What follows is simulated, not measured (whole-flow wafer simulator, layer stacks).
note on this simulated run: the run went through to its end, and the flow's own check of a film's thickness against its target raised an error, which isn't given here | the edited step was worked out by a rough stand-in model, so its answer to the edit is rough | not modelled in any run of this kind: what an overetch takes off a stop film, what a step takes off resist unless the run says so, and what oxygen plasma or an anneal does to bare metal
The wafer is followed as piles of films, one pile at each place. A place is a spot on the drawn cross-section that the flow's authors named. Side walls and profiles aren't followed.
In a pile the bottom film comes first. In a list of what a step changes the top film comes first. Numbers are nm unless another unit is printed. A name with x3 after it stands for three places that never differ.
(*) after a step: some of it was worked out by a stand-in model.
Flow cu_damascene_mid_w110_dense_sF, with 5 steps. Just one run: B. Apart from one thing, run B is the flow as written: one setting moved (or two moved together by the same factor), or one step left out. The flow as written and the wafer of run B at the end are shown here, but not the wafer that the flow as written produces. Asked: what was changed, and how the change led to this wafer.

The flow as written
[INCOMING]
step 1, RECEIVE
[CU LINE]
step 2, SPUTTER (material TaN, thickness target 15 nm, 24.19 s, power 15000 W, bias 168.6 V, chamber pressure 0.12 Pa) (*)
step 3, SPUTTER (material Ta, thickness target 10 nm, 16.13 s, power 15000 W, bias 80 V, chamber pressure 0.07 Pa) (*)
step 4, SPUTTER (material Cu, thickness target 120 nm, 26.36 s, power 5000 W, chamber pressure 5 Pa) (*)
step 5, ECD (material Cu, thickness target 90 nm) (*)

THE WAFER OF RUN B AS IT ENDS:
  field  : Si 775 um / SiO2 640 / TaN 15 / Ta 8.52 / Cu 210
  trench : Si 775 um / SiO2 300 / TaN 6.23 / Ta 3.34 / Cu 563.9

The reason: step 3, SPUTTER: power 12780 W was run, while the flow as written has power 15000 W.

How this came from the change, step by step:
  step 3, SPUTTER (material Ta, thickness target 10 nm, 16.13 s, power 15000 W, bias 80 V, chamber pressure 0.07 Pa) (*)
      field: Ta gains 8.52 (new film) (as written it would have been: Ta gains 10 (new film))
      trench: Ta gains 3.34 (new film) (as written it would have been: Ta gains 4.05 (new film))
